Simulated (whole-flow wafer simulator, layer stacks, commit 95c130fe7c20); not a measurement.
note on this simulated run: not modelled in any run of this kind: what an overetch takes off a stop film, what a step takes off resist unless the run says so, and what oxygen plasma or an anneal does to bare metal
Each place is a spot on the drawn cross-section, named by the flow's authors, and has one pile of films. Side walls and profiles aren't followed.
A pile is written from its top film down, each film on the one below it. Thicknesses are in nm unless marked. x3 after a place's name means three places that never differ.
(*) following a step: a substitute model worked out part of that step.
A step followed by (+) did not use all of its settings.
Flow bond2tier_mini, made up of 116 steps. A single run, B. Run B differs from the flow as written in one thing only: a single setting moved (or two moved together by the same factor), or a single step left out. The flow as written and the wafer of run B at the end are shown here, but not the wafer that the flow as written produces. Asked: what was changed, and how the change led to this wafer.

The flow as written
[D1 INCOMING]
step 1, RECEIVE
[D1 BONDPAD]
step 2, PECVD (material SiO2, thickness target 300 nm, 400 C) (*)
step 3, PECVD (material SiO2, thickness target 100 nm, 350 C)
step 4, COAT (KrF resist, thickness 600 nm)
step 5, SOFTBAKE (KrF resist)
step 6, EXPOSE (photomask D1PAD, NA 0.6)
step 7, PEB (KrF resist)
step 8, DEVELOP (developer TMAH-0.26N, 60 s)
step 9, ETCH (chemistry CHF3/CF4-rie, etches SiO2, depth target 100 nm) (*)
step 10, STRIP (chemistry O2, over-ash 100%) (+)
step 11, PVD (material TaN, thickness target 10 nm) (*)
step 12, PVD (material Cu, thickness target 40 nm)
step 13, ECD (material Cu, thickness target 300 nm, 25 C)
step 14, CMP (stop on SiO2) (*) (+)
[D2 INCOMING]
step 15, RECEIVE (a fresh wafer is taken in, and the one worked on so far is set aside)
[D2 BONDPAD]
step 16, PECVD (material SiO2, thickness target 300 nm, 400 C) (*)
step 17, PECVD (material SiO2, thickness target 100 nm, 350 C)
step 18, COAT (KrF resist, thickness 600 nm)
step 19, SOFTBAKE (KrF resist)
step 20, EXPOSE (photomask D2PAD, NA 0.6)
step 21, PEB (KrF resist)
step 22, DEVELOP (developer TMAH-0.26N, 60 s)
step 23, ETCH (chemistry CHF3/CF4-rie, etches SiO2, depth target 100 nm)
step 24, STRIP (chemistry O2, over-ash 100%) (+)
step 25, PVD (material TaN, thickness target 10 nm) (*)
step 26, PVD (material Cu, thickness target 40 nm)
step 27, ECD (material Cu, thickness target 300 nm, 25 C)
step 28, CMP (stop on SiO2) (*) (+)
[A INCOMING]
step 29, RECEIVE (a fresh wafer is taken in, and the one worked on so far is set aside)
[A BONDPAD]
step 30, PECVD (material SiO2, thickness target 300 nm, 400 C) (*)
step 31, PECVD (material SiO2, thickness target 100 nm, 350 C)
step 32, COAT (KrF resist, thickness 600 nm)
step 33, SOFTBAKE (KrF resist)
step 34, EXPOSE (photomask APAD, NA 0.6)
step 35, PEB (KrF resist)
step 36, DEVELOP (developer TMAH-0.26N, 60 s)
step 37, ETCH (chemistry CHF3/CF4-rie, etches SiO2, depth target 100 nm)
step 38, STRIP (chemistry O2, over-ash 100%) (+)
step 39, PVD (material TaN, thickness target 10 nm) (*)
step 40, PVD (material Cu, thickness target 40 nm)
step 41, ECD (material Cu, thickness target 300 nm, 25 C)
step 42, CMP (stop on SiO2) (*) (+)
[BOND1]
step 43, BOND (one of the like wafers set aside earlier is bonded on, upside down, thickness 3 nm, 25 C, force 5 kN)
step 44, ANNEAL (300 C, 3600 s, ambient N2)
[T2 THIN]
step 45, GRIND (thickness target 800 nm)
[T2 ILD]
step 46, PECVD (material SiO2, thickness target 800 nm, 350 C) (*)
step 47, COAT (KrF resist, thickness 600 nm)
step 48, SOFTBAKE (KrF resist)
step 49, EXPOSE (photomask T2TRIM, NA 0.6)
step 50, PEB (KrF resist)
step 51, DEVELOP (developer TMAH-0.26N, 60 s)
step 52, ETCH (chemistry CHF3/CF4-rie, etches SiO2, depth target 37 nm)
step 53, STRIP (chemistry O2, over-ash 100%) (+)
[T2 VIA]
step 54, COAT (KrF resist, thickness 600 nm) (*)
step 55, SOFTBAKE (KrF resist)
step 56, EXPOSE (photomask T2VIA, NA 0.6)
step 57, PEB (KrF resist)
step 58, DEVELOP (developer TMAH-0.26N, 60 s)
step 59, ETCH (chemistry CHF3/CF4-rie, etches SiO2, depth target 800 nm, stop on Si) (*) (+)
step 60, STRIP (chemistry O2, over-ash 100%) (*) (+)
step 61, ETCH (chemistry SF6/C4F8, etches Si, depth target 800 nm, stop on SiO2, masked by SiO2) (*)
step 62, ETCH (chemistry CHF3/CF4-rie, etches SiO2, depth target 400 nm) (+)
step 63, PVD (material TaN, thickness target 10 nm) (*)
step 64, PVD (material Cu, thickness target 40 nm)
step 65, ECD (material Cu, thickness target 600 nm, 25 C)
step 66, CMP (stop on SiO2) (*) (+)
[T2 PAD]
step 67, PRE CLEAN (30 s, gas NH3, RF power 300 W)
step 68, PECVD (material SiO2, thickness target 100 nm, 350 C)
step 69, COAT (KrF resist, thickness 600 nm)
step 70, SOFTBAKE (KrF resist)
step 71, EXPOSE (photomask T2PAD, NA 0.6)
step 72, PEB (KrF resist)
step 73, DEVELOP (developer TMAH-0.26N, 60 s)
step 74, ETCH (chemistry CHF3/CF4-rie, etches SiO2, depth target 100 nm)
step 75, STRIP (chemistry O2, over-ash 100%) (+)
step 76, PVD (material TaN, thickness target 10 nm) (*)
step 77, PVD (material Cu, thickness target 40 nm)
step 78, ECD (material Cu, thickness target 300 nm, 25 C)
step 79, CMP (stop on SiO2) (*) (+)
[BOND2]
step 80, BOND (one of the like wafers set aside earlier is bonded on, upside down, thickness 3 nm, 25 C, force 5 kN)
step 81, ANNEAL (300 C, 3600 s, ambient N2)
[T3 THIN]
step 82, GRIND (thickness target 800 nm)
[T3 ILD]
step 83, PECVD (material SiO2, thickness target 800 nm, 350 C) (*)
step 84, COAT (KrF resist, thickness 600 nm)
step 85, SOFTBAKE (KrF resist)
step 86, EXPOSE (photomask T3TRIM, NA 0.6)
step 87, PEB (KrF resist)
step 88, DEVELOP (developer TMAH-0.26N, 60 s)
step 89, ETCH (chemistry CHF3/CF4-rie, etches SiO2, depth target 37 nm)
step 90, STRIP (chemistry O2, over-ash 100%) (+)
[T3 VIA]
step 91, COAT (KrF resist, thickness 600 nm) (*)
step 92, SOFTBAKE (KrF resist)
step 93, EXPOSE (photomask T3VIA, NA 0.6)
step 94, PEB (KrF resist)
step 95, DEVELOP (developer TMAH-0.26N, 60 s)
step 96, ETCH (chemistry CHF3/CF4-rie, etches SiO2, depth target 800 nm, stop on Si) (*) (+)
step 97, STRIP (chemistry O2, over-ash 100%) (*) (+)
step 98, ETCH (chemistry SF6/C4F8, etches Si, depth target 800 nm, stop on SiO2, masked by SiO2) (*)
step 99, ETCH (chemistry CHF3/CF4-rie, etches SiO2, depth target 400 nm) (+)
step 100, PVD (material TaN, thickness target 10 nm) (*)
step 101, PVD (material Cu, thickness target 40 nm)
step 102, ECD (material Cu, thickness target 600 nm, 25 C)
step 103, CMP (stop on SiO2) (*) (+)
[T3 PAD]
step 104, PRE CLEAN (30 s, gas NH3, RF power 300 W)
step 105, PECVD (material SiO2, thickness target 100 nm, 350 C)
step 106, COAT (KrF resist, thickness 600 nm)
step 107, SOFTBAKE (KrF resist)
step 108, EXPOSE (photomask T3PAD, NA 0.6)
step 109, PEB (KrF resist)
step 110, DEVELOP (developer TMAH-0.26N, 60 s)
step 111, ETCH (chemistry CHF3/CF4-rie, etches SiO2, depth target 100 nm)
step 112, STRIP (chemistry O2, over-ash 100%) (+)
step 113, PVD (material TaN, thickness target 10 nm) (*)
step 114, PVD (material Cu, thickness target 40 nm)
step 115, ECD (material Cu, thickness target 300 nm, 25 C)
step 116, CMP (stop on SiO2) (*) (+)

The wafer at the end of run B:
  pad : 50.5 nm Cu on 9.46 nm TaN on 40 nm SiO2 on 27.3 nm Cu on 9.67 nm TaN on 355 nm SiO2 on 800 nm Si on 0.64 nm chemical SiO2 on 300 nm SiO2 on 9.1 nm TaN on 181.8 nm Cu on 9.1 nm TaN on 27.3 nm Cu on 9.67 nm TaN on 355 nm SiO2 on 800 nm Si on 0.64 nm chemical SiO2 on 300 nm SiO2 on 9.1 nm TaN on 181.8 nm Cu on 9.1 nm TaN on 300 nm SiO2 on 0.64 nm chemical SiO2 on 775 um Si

What caused this: step 111, ETCH: depth target 60 nm was run, though the flow has depth target 100 nm.

The path from the change to this, step by step:
  step 111, ETCH (chemistry CHF3/CF4-rie, etches SiO2, depth target 100 nm)
      pad: -60 SiO2 (it would be, as written: -100 SiO2 (all of it))
      field: -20 KrF resist (it would be, as written: -33.3 KrF resist)
  step 112, STRIP (chemistry O2, over-ash 100%) (+)
      field: -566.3 KrF resist (all of it) (it would be, as written: -552.9 KrF resist (all of it))
  step 114, PVD (material Cu, thickness target 40 nm)
      pad: +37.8 Cu (new film) (it would be, as written: +36.4 Cu (new film))
  step 115, ECD (material Cu, thickness target 300 nm, 25 C)
      pad: +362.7 Cu (it would be, as written: +404.5 Cu)
If metal films that touch count as one body, pad has 4 bodies (between them, from the top down: SiO2 40; SiO2 355 / Si 800 / chemical SiO2 0.64 / SiO2 300; SiO2 355 / Si 800 / chemical SiO2 0.64 / SiO2 300); the flow as written gives 3 bodies (between them, from the top down: SiO2 355 / Si 800 / chemical SiO2 0.64 / SiO2 300; SiO2 355 / Si 800 / chemical SiO2 0.64 / SiO2 300).
